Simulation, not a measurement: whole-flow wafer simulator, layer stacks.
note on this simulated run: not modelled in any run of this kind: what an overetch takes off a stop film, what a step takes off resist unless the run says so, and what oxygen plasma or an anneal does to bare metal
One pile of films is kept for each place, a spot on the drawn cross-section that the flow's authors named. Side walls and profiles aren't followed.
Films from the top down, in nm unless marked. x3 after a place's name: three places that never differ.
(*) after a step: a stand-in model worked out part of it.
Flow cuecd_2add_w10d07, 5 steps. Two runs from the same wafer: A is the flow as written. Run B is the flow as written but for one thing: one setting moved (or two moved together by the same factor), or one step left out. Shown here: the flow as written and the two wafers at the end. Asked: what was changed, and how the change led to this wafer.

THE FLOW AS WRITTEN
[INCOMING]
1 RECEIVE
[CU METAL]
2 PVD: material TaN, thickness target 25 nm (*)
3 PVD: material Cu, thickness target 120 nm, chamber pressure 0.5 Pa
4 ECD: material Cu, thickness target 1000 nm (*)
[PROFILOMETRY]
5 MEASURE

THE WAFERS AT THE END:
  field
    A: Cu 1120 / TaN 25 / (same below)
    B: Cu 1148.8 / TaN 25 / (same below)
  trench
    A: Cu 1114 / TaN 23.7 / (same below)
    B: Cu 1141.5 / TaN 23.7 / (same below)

The cause: step 3, PVD: thickness target 148.8 nm was run, where the flow has thickness target 120 nm.

How the change led to this, step by step:
  3 PVD: material Cu, thickness target 120 nm, chamber pressure 0.5 Pa
      field: A Cu +120 (new film) | B Cu +148.8 (new film)
      trench: A Cu +114 (new film) | B Cu +141.5 (new film)
